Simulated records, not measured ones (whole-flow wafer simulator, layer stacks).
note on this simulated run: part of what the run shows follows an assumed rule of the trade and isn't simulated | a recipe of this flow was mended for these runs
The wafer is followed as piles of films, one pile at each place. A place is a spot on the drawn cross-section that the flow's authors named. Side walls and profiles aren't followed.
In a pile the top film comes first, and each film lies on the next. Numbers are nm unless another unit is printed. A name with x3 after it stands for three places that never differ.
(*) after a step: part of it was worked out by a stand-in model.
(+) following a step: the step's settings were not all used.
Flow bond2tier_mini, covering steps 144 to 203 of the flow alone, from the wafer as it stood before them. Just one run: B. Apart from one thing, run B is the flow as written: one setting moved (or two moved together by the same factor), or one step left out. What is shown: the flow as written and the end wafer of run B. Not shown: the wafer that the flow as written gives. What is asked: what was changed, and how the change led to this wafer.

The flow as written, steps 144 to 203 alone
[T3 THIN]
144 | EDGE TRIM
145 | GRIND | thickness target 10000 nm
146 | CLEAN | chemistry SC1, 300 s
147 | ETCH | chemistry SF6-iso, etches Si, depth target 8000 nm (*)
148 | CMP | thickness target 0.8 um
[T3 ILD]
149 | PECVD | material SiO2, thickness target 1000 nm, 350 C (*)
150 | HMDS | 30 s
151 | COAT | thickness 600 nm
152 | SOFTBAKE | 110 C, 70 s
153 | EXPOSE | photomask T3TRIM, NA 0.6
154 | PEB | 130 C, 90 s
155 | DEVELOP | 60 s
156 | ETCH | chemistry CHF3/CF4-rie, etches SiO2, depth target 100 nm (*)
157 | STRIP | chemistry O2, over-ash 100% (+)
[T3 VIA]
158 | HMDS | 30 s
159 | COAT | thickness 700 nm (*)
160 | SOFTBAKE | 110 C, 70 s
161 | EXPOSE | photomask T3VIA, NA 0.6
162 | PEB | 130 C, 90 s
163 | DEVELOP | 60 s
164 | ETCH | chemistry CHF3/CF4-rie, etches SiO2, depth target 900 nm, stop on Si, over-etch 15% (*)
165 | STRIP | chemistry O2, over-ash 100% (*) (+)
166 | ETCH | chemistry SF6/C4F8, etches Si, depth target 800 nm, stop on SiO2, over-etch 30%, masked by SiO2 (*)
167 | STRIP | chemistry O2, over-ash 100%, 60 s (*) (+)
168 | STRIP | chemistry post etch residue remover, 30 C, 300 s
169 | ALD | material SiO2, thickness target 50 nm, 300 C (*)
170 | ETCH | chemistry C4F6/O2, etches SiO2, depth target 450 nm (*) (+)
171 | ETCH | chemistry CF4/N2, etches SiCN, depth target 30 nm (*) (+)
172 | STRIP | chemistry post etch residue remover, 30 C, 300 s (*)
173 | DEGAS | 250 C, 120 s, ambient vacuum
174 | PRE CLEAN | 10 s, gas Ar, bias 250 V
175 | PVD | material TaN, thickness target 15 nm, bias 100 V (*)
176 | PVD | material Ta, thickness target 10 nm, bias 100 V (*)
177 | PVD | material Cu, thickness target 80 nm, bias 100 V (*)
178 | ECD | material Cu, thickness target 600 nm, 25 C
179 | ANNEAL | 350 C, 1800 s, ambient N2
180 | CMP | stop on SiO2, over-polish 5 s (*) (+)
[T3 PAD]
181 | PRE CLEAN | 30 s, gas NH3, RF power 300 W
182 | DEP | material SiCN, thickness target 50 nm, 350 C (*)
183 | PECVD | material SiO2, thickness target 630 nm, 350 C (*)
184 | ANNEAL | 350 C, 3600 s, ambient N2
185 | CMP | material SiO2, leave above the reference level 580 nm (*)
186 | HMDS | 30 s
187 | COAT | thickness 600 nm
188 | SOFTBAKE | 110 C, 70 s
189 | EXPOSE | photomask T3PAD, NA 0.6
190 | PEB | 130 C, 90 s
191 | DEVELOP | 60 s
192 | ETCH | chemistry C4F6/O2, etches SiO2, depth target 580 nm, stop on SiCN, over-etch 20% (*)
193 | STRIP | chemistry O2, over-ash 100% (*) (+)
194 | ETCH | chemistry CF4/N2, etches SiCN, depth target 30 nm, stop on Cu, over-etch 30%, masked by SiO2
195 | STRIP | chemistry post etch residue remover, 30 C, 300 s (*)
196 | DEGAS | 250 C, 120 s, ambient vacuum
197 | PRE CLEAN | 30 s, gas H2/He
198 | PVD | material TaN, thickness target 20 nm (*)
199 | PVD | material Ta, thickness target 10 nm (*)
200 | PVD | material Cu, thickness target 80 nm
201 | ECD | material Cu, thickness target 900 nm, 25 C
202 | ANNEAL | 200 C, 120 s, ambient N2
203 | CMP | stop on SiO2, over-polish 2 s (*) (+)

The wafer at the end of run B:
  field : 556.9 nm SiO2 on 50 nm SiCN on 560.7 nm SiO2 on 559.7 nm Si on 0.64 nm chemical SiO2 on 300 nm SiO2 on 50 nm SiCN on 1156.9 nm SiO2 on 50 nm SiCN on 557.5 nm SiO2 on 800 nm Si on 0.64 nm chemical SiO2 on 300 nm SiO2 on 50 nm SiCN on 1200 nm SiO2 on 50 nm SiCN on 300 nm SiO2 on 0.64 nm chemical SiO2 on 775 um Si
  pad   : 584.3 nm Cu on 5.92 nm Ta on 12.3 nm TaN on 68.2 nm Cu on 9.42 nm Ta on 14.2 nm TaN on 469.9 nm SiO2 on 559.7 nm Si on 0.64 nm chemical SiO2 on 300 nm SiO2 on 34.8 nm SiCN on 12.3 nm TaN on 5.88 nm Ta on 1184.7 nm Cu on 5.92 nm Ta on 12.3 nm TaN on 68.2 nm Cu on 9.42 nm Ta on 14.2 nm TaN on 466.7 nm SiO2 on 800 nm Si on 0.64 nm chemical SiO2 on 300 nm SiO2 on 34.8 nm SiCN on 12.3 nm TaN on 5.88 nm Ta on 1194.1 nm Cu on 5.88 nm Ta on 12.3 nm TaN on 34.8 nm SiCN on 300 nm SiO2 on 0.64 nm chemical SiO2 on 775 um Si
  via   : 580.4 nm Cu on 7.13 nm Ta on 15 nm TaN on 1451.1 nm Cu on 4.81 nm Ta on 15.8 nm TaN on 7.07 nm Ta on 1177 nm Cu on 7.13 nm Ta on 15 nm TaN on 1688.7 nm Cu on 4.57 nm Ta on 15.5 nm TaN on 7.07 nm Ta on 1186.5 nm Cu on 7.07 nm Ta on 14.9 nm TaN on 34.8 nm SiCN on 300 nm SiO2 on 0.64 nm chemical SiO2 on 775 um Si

The reason: step 145, GRIND: thickness target 8560 nm was run, whereas the flow has thickness target 10000 nm.

The path from the change to this, step by step:
  145 | GRIND | thickness target 10000 nm
      field, pad, via: -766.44 um Si (it would be, as written: -765 um Si)
  148 | CMP | thickness target 0.8 um
      field, pad, via: nothing (it would be, as written: -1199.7 Si)
  166 | ETCH | chemistry SF6/C4F8, etches Si, depth target 800 nm, stop on SiO2, over-etch 30%, masked by SiO2 (*)
      field, pad: -7.13 SiO2 (it would be, as written: -10.3 SiO2)
      via: -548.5 Si (all of it), -0.64 chemical SiO2 (all of it), -4.27 SiO2 (it would be, as written: -788.8 Si (all of it), -0.64 chemical SiO2 (all of it), -1.87 SiO2)
  177 | PVD | material Cu, thickness target 80 nm, bias 100 V (*)
      via: +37 Cu (new film) (it would be, as written: +35 Cu (new film))
  178 | ECD | material Cu, thickness target 600 nm, 25 C
      via: +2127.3 Cu (it would be, as written: +2367 Cu)
